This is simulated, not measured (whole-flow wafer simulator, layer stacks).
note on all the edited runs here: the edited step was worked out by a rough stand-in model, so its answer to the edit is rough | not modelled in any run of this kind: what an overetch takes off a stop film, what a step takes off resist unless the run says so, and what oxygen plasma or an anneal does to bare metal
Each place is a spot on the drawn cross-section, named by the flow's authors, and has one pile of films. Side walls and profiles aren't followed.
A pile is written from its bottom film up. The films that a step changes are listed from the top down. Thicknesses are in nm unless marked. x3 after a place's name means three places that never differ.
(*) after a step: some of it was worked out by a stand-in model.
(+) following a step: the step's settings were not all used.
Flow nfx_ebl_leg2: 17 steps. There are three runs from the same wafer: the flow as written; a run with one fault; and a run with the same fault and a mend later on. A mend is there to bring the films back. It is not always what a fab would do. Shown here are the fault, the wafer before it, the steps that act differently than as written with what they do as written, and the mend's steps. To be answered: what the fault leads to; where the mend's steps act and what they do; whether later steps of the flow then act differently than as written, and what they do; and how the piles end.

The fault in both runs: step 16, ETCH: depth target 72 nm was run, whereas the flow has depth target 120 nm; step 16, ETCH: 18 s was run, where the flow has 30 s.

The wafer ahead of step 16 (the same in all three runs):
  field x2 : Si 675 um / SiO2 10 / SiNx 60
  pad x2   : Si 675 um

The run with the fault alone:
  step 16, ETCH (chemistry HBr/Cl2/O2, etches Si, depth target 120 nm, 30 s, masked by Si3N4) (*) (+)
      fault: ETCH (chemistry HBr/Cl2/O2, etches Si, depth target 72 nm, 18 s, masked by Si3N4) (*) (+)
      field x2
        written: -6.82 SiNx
        fault: -4.09 SiNx
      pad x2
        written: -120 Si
        fault: -72 Si
  None of the later steps of the flow acts differently than as written at any place that is followed.
  By the end, the piles at field x2 depart from the flow's by more than 2% or 0.5 nm, whichever is larger.
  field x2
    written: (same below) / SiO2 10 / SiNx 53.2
    fault: (same below) / SiO2 10 / SiNx 55.9

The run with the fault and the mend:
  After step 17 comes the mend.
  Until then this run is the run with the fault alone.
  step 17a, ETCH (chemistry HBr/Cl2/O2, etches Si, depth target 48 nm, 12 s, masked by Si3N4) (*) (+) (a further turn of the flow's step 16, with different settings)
      field x2
        -2.73 SiNx
      pad x2
        -48 Si
  None of the later steps of the flow acts differently than as written at any place that is followed.
  By the end, the piles equal the flow's at every place that both follow.
